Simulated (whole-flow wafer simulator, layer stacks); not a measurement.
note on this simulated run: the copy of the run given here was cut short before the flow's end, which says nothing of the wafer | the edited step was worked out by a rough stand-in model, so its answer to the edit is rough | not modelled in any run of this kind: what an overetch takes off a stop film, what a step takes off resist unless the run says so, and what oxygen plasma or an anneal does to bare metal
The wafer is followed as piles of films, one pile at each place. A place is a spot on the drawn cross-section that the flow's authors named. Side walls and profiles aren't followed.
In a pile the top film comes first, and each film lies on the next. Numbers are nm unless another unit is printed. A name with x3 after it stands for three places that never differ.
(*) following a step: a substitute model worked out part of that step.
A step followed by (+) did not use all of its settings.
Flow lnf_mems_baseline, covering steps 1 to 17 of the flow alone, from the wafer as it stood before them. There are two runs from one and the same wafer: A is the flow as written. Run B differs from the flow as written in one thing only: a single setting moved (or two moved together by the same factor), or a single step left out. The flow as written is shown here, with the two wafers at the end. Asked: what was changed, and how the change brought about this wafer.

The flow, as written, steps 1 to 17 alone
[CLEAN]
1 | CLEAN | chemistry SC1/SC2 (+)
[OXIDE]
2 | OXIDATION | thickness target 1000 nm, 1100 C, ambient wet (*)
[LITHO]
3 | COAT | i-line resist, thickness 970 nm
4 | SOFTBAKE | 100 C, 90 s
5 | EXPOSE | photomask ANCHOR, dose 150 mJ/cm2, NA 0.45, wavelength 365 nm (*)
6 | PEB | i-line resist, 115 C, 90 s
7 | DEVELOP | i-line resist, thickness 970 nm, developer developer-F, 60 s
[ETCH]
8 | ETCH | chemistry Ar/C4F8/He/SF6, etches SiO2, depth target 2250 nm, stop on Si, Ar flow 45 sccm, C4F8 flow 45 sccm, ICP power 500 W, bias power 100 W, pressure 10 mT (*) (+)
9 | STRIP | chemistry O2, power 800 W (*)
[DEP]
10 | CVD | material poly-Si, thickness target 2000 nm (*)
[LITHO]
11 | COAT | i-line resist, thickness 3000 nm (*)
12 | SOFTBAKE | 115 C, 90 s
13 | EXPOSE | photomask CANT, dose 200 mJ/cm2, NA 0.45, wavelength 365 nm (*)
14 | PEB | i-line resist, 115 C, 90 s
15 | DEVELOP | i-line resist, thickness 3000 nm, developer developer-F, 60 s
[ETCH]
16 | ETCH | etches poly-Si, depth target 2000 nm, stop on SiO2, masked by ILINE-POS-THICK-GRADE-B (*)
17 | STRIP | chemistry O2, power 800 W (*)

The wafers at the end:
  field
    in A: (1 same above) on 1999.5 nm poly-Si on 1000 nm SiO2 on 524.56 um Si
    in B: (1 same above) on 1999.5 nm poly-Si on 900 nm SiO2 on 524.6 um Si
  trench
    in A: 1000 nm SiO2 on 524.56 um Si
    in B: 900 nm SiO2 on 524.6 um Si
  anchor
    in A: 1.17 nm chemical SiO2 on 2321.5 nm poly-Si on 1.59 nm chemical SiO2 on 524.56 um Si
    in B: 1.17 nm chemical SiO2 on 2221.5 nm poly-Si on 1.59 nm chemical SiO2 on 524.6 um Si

The reason: step 2, OXIDATION: thickness target 900 nm was run, whereas the flow has thickness target 1000 nm.
The wafer itself shows it: field has SiO2 900, and step 2 as written asks for 1000 nm.

The path from the change to this, step by step:
  2 | OXIDATION | thickness target 1000 nm, 1100 C, ambient wet (*)
      field, anchor, beam, trench, char_slit: A +1000 SiO2 (new film), -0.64 chemical SiO2 (all of it), -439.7 Si | B +900 SiO2 (new film), -0.64 chemical SiO2 (all of it), -395.7 Si
  8 | ETCH | chemistry Ar/C4F8/He/SF6, etches SiO2, depth target 2250 nm, stop on Si, Ar flow 45 sccm, C4F8 flow 45 sccm, ICP power 500 W, bias power 100 W, pressure 10 mT (*) (+)
      field, beam, trench, char_slit: A -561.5 i-line resist | B -511.5 i-line resist
      anchor: A -1000 SiO2 (all of it) | B -900 SiO2 (all of it)
  9 | STRIP | chemistry O2, power 800 W (*)
      field, beam, trench, char_slit: A -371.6 i-line resist (all of it) | B -421.6 i-line resist (all of it)
  10 | CVD | material poly-Si, thickness target 2000 nm (*)
      anchor: A +2322 poly-Si (new film) | B +2222 poly-Si (new film)
